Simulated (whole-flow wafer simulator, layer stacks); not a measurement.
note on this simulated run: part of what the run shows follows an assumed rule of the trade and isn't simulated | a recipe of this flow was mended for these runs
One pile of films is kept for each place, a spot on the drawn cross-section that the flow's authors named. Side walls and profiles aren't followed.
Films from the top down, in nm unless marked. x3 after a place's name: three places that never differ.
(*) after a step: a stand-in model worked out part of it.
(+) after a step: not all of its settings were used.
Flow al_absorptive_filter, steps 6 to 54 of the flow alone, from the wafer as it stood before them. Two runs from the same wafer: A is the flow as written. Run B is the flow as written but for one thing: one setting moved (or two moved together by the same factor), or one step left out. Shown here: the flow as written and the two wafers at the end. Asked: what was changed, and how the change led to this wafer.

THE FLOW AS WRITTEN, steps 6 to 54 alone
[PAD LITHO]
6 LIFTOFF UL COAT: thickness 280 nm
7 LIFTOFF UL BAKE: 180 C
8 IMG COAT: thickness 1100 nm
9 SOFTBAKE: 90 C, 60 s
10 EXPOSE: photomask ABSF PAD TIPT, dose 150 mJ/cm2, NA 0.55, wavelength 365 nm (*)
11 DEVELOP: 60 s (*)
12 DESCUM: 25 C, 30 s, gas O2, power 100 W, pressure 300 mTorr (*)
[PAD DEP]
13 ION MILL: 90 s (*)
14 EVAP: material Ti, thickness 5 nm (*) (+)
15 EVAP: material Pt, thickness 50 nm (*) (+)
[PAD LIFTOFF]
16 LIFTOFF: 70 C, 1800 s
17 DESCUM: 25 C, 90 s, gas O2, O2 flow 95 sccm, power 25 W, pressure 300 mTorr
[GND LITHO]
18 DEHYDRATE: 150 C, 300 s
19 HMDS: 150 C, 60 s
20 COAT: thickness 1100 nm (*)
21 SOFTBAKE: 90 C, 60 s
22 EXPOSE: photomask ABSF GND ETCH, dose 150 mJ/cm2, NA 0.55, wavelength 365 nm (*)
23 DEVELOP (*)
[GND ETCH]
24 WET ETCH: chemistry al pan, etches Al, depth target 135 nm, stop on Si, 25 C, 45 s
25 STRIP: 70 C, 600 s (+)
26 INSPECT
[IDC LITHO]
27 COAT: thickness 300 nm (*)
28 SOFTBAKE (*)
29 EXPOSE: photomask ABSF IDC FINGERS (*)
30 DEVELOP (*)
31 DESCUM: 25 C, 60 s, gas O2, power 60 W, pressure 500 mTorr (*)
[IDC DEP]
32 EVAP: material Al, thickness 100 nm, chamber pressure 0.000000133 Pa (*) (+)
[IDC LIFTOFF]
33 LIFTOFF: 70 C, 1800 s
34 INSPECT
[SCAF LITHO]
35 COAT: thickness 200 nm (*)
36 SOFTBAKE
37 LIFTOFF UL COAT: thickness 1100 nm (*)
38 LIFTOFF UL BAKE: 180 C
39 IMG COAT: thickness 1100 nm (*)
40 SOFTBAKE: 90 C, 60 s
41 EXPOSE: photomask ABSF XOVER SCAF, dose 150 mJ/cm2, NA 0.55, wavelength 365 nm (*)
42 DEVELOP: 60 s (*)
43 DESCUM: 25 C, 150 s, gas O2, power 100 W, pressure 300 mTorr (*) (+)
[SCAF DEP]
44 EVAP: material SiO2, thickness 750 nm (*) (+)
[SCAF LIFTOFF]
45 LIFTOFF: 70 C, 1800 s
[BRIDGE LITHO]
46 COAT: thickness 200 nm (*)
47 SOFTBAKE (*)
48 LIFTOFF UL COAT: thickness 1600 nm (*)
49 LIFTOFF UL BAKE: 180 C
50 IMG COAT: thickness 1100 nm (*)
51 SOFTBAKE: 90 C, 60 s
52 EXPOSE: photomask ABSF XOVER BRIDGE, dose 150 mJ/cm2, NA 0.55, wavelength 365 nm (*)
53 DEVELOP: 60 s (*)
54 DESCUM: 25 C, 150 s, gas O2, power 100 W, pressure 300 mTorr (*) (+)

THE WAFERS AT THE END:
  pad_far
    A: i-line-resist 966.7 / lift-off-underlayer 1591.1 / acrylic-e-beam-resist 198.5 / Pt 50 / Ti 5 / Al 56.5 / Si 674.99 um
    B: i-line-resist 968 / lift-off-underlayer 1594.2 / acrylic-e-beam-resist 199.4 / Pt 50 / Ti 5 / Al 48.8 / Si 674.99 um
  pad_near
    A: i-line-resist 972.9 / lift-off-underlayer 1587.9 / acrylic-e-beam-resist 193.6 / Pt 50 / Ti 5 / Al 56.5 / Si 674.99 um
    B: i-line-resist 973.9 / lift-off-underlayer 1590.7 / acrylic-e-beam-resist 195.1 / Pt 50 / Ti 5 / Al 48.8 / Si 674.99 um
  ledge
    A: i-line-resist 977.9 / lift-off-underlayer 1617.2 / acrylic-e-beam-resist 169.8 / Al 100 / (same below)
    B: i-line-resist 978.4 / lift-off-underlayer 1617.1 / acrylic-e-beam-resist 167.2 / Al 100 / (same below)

The cause: step 11, DEVELOP: 83.2 s was run, where the flow has 60 s.

How the change led to this, step by step:
  11 DEVELOP: 60 s (*)
      pad_far, pad_near: A i-line-resist -1100 (all of it), lift-off-underlayer -280 (all of it), Al -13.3 | B i-line-resist -1100 (all of it), lift-off-underlayer -280 (all of it), Al -21.1
